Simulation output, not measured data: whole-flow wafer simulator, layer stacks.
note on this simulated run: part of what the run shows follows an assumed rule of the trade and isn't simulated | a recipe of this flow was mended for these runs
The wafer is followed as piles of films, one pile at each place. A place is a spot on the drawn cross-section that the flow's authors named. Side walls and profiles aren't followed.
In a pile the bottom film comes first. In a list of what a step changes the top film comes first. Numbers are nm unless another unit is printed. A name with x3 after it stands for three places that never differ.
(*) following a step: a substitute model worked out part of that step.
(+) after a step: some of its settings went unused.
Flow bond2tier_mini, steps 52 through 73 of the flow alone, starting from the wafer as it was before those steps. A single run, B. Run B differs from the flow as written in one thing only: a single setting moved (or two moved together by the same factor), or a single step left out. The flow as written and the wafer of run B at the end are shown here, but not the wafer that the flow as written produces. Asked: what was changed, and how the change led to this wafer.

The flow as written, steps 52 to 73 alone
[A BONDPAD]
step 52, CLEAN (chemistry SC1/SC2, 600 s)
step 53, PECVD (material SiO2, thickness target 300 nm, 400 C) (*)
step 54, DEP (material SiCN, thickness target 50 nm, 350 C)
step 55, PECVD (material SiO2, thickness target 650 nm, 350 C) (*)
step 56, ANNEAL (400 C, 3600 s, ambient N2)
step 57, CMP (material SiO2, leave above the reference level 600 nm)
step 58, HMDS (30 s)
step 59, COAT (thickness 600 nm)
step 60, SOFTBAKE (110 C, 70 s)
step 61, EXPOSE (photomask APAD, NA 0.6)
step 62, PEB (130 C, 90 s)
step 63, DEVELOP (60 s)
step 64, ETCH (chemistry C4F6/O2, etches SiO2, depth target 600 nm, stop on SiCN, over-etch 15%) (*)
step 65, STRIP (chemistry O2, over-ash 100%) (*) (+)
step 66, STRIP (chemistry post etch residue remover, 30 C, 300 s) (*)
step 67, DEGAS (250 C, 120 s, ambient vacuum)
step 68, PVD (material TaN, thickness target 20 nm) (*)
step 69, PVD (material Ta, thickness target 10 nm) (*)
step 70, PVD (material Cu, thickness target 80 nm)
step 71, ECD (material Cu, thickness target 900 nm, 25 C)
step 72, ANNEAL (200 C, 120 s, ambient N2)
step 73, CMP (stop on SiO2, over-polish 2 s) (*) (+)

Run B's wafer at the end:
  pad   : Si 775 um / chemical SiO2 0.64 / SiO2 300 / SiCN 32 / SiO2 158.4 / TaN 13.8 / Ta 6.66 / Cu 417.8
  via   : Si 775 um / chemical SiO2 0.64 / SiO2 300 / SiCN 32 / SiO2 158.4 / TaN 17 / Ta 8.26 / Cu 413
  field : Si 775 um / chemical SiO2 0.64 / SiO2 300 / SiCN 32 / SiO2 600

The reason: step 54, DEP: thickness target 32 nm was run, though the flow has thickness target 50 nm; step 64, ETCH: depth target 384 nm was run, where the flow has depth target 600 nm.
The wafer itself shows it: field has SiCN 32, and step 54 as written asks for 50 nm.

The path from the change to this, step by step:
  step 54, DEP (material SiCN, thickness target 50 nm, 350 C)
      field, pad, via: +32 SiCN (new film) (as written it would have been: +50 SiCN (new film))
  step 64, ETCH (chemistry C4F6/O2, etches SiO2, depth target 600 nm, stop on SiCN, over-etch 15%) (*)
      pad, via: -441.6 SiO2 (as written it would have been: -600 SiO2 (all of it), -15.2 SiCN)
      field: -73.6 thick-KrF-resist (as written it would have been: -115 thick-KrF-resist)
  step 65, STRIP (chemistry O2, over-ash 100%) (*) (+)
      field: -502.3 thick-KrF-resist (all of it) (as written it would have been: -460.9 thick-KrF-resist (all of it))
  step 68, PVD (material TaN, thickness target 20 nm) (*)
      pad: +13.8 TaN (new film) (as written it would have been: +12.3 TaN (new film))
      via: +17 TaN (new film) (as written it would have been: +14.9 TaN (new film))
  step 69, PVD (material Ta, thickness target 10 nm) (*)
      pad: +6.66 Ta (new film) (as written it would have been: +5.88 Ta (new film))
      via: +8.26 Ta (new film) (as written it would have been: +7.07 Ta (new film))
  step 70, PVD (material Cu, thickness target 80 nm)
      pad: +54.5 Cu (new film) (as written it would have been: +48.4 Cu (new film))
      via: +67.8 Cu (new film) (as written it would have been: +59 Cu (new film))
  step 71, ECD (material Cu, thickness target 900 nm, 25 C)
      pad: +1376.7 Cu (as written it would have been: +1558.7 Cu)
      via: +1358.5 Cu (as written it would have been: +1544.3 Cu)
